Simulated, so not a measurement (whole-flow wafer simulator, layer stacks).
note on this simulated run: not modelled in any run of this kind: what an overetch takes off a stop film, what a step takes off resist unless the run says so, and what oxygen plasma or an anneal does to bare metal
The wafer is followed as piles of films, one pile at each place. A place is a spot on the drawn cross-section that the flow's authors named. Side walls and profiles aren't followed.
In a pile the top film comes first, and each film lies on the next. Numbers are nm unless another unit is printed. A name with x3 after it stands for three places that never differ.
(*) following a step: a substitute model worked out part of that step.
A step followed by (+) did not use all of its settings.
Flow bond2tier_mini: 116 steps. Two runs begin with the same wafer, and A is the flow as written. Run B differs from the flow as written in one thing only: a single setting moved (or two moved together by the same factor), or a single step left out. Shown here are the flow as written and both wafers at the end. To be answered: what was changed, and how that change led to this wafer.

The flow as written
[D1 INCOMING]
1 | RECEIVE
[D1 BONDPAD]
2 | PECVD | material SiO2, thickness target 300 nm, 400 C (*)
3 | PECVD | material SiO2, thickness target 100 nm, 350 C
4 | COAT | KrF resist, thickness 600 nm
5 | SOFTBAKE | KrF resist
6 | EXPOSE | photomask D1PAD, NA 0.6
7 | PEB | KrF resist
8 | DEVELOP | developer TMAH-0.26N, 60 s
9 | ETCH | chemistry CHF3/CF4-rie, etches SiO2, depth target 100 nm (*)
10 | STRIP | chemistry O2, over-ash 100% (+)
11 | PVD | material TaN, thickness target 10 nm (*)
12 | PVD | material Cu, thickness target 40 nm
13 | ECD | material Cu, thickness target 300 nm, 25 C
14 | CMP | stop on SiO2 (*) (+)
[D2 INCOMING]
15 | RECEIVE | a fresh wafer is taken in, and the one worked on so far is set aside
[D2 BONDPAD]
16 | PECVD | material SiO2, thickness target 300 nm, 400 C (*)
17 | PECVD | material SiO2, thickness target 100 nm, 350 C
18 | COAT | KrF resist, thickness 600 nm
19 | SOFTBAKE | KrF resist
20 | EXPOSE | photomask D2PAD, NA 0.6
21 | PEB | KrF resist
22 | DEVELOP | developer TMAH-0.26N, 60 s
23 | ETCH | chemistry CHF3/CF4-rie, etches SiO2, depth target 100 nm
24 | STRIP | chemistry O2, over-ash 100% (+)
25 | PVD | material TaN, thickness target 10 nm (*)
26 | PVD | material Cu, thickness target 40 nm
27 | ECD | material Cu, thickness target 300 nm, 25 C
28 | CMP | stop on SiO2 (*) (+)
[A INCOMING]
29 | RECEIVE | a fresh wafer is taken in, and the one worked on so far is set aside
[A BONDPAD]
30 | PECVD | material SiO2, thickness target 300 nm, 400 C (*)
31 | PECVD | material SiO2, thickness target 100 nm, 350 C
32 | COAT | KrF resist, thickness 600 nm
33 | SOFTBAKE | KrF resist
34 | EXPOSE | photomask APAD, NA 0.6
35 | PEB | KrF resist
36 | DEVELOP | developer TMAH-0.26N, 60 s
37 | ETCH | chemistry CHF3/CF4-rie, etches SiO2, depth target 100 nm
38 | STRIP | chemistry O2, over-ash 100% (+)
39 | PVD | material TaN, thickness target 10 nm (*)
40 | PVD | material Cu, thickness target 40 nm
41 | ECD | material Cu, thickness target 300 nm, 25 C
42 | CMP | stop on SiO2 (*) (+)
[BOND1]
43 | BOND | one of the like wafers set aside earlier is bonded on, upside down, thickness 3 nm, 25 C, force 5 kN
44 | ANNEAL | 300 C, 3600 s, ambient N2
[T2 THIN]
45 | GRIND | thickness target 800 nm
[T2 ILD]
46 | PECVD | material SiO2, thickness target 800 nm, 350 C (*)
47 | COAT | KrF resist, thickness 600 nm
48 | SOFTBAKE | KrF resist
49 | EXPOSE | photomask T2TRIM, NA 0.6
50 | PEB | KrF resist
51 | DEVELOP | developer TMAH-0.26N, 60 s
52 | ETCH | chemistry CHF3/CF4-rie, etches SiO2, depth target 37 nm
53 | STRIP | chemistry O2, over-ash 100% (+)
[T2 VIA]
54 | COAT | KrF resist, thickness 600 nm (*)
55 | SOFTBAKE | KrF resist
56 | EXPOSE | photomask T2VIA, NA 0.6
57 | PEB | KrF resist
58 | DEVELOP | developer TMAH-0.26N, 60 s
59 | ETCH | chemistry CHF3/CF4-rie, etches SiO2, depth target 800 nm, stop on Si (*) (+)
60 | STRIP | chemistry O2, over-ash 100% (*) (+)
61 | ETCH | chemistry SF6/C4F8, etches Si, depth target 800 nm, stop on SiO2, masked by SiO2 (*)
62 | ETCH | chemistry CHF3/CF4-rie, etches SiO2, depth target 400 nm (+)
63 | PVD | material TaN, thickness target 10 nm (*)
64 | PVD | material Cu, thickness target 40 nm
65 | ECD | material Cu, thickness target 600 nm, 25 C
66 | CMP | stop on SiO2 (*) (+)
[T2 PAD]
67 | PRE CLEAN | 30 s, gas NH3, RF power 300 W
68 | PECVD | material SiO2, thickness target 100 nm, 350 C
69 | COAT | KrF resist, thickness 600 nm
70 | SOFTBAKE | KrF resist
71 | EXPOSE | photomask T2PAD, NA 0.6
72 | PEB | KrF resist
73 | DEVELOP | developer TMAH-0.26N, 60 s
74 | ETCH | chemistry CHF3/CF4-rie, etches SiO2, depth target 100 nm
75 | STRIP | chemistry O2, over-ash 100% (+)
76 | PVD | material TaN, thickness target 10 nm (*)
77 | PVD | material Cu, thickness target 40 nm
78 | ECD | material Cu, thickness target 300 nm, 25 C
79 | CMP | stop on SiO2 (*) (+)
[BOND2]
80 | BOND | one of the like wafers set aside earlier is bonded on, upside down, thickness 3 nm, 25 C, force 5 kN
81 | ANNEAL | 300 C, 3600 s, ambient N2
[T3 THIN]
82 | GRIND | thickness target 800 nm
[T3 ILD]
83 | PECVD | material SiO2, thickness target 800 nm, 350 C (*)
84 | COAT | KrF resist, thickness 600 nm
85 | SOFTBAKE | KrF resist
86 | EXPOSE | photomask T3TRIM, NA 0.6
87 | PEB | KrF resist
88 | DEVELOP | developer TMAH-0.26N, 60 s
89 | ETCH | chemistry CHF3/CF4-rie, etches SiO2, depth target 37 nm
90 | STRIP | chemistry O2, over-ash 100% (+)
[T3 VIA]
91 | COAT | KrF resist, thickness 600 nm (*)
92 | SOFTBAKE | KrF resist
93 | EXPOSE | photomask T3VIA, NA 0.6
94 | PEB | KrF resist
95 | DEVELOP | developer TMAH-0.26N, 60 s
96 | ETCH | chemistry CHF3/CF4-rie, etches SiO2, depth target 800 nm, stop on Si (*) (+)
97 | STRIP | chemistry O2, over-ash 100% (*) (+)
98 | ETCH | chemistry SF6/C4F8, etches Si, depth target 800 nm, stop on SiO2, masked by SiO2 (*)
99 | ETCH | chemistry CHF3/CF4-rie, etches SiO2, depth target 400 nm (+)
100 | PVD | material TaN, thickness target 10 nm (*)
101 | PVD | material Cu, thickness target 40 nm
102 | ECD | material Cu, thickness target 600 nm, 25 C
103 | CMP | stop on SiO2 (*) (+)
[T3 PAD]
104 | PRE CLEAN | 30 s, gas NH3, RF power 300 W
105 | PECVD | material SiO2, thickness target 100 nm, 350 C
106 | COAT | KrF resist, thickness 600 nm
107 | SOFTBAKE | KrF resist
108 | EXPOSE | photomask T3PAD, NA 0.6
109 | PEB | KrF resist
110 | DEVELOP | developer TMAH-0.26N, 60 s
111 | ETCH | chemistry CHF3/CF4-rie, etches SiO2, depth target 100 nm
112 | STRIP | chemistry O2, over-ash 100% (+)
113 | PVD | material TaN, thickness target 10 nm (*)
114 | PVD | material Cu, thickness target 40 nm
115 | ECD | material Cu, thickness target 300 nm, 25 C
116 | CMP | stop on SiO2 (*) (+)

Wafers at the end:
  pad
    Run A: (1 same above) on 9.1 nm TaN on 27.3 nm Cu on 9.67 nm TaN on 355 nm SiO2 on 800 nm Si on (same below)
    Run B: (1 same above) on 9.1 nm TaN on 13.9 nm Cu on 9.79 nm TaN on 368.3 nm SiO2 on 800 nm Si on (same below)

Cause: step 89, ETCH: depth target 23.7 nm was run, whereas the flow has depth target 37 nm.

How this came from the change, step by step:
  89 | ETCH | chemistry CHF3/CF4-rie, etches SiO2, depth target 37 nm
      field: A KrF resist loses 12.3 | B KrF resist loses 7.9
      pad: A SiO2 loses 37 | B SiO2 loses 23.7
  102 | ECD | material Cu, thickness target 600 nm, 25 C
      pad: A Cu gains 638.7 | B Cu gains 624.8
